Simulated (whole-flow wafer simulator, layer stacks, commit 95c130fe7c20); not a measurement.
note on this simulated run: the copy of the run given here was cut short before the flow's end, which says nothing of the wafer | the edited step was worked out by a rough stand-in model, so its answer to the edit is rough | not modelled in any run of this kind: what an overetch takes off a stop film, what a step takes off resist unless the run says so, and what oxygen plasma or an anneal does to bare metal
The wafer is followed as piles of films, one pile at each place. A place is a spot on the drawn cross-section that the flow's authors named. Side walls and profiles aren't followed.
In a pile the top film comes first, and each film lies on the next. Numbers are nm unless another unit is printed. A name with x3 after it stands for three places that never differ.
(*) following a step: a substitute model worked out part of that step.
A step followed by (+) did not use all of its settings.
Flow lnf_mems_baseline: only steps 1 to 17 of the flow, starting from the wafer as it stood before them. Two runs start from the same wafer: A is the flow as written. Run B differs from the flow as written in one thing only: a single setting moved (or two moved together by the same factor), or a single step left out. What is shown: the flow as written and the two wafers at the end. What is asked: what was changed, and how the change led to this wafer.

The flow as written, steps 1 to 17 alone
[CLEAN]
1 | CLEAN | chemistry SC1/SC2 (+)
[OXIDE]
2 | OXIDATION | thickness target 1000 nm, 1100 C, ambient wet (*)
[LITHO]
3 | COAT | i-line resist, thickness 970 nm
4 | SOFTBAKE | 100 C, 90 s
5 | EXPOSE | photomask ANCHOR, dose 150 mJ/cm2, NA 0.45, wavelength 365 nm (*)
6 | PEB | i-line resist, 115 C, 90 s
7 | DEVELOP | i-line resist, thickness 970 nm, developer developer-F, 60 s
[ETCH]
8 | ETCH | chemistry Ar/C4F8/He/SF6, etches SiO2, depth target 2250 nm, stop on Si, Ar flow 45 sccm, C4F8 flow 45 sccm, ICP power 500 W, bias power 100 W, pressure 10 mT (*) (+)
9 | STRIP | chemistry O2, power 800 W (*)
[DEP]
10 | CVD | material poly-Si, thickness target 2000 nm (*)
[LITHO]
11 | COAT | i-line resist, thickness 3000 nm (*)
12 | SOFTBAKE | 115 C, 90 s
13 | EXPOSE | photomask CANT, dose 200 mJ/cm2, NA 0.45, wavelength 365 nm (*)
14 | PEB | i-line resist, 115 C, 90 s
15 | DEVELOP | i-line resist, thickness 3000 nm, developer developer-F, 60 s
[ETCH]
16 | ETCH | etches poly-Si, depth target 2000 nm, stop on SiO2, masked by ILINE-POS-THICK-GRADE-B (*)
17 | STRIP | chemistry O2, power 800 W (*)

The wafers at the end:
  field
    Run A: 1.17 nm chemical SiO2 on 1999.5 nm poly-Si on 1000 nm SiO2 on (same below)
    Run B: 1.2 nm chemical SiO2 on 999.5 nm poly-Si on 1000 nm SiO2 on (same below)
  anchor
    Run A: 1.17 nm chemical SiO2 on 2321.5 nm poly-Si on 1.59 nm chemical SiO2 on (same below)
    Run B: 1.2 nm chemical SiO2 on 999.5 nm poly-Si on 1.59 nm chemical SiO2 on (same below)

Cause: step 10, CVD: thickness target 1000 nm was run, whereas the flow has thickness target 2000 nm.

How this came from the change, step by step:
  10 | CVD | material poly-Si, thickness target 2000 nm (*)
      field, beam, trench, char_slit: A +2000 poly-Si (new film) | B +1000 poly-Si (new film)
      anchor: A +2322 poly-Si (new film) | B +1000 poly-Si (new film)
  11 | COAT | i-line resist, thickness 3000 nm (*)
      anchor: A +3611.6 i-line resist (new film) | B +3871.3 i-line resist (new film)
  12 | SOFTBAKE | 115 C, 90 s
      field: A -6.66 i-line resist | B -13.2 i-line resist
      anchor: A +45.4 i-line resist | B +87.7 i-line resist
      (also at 2 further places)
  14 | PEB | i-line resist, 115 C, 90 s
      anchor: A -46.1 i-line resist | B -51.6 i-line resist
  16 | ETCH | etches poly-Si, depth target 2000 nm, stop on SiO2, masked by ILINE-POS-THICK-GRADE-B (*)
      field, anchor, beam: A -25 i-line resist | B -18.8 i-line resist
      trench, char_slit: A -2000 poly-Si (all of it) | B -1000 poly-Si (all of it)
  17 | STRIP | chemistry O2, power 800 W (*)
      anchor: A +1.17 chemical SiO2 (new film), -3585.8 i-line resist (all of it), -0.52 poly-Si | B +1.2 chemical SiO2 (new film), -3888.6 i-line resist (all of it), -0.53 poly-Si
